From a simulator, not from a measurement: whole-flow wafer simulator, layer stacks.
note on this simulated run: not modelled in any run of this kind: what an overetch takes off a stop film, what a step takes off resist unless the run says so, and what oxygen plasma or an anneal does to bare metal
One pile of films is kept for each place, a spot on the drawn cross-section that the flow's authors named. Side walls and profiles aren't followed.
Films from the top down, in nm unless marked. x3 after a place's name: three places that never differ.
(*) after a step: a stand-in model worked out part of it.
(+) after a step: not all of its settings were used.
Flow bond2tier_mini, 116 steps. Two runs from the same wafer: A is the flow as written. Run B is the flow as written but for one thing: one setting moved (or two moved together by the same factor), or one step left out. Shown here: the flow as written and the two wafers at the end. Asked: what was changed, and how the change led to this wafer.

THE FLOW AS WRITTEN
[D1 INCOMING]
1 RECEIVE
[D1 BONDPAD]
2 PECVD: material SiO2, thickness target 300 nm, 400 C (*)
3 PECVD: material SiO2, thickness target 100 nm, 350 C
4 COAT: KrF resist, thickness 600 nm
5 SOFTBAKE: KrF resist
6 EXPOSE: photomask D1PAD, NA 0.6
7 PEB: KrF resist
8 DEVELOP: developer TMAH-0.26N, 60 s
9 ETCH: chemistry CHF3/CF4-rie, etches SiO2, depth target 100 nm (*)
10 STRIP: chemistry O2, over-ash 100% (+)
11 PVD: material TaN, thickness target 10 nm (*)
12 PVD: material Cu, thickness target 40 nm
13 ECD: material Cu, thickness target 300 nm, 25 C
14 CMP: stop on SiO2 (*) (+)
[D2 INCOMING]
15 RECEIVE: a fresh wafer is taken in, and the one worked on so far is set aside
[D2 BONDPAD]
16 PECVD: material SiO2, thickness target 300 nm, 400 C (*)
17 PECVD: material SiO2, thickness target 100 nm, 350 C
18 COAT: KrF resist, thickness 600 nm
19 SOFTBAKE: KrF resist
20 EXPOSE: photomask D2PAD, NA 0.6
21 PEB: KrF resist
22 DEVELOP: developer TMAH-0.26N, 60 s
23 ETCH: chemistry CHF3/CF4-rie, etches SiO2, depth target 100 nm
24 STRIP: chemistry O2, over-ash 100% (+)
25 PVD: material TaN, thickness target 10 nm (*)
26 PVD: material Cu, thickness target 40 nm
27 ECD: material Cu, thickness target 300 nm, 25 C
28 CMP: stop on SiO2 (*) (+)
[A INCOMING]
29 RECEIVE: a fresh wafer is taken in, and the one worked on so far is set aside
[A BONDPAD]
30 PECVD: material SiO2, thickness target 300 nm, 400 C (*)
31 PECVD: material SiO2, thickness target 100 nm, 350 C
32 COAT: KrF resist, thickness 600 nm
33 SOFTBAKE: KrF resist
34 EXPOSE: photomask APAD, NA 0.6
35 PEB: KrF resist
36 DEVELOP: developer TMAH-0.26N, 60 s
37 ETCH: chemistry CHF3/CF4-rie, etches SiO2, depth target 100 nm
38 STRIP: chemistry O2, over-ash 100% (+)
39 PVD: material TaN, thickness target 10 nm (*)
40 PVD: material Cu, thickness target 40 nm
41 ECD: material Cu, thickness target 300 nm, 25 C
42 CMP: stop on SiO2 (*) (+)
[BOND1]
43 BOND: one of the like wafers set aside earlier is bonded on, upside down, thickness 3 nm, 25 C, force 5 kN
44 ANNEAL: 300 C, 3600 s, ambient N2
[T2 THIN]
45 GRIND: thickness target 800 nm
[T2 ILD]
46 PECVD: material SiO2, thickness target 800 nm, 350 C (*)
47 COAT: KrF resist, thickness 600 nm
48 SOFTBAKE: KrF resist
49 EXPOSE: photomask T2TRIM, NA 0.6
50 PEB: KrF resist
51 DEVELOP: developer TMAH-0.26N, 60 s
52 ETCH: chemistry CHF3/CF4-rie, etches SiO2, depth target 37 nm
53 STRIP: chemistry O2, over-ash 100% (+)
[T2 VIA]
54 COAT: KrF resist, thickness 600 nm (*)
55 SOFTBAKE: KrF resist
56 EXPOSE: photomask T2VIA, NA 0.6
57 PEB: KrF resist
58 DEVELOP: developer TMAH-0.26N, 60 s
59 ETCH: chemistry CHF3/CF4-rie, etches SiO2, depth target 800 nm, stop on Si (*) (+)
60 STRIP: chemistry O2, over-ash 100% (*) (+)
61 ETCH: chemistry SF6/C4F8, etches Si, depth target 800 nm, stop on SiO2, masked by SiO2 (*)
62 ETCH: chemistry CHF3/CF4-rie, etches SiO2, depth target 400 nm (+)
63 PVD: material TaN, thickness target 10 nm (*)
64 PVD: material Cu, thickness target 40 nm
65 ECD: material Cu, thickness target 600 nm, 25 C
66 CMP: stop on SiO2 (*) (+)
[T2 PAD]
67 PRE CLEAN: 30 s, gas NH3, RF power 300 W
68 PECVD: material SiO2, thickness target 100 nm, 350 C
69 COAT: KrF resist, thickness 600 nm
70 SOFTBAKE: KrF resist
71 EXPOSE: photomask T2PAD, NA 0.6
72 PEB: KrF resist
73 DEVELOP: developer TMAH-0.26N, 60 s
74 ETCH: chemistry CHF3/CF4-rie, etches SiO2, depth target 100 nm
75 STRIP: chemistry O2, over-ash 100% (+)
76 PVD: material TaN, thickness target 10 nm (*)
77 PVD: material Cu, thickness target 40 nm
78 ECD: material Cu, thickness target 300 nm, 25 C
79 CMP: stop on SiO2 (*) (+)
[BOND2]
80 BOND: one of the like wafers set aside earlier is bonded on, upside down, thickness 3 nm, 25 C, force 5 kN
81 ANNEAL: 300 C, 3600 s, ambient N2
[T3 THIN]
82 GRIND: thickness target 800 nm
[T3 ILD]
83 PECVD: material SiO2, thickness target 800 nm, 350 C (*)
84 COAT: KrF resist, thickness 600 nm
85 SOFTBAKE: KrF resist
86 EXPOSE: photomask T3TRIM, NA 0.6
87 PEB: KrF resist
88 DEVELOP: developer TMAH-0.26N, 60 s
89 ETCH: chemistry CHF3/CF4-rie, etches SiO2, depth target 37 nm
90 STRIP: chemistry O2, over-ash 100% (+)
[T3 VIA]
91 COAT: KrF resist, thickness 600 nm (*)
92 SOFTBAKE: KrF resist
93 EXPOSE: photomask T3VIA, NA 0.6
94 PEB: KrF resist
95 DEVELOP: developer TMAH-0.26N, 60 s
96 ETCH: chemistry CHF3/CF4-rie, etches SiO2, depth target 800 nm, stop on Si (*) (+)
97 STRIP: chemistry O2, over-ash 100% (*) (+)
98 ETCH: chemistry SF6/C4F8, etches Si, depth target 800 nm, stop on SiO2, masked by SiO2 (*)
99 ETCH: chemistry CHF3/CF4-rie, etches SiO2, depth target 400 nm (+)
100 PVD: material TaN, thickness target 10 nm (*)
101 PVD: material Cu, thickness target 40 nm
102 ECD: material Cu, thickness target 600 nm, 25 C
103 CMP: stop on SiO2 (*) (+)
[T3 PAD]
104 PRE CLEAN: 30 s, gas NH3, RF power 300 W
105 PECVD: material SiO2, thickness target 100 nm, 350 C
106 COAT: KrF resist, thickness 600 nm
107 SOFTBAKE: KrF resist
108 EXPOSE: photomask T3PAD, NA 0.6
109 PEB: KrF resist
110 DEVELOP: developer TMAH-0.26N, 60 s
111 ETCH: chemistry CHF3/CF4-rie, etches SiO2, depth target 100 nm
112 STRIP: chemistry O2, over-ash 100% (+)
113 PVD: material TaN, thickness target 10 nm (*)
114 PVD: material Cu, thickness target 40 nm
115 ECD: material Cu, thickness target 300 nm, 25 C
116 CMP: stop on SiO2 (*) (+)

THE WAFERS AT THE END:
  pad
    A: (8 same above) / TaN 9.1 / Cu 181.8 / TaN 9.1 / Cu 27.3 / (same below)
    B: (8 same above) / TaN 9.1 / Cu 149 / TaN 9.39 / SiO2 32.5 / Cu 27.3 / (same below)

The cause: step 74, ETCH: depth target 67.5 nm was run, where the flow has depth target 100 nm.

How the change led to this, step by step:
  74 ETCH: chemistry CHF3/CF4-rie, etches SiO2, depth target 100 nm
      pad: A SiO2 -100 (all of it) | B SiO2 -67.5
      field: A KrF resist -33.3 | B KrF resist -22.5
  77 PVD: material Cu, thickness target 40 nm
      pad: A Cu +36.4 (new film) | B Cu +37.6 (new film)
  78 ECD: material Cu, thickness target 300 nm, 25 C
      pad: A Cu +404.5 | B Cu +370.6
Counting metal films that touch as one body, pad has 4 bodies (between them, from the top down: SiO2 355 / Si 800 / chemical SiO2 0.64 / SiO2 300; SiO2 32.5; SiO2 355 / Si 800 / chemical SiO2 0.64 / SiO2 300); the flow as written gives 3 bodies (between them, from the top down: SiO2 355 / Si 800 / chemical SiO2 0.64 / SiO2 300; SiO2 355 / Si 800 / chemical SiO2 0.64 / SiO2 300).
